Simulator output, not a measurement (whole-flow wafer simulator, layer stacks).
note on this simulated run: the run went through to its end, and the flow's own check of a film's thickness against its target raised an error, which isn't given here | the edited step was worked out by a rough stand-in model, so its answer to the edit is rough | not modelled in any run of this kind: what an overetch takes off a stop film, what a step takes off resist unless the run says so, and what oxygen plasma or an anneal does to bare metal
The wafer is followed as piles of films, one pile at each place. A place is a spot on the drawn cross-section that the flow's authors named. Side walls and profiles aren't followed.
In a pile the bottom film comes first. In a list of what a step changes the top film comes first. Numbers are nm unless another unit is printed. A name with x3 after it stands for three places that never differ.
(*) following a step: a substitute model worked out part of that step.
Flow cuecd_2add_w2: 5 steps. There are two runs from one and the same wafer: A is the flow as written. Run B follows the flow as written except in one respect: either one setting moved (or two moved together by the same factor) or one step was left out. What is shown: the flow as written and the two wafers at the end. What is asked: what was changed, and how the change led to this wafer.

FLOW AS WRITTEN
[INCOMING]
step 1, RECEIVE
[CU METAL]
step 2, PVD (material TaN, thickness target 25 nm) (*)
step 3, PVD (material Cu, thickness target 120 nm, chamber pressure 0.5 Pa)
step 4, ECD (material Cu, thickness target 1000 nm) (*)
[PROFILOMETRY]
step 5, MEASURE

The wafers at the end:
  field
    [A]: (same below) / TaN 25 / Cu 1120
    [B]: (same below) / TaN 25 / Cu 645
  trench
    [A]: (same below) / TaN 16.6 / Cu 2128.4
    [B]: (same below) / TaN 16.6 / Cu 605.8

What caused this: step 4, ECD: thickness target 525 nm was run, while the flow as written has thickness target 1000 nm.

The path from the change to this, step by step:
  step 4, ECD (material Cu, thickness target 1000 nm) (*)
      field: A +1000 Cu | B +525 Cu
      trench: A +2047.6 Cu | B +525 Cu
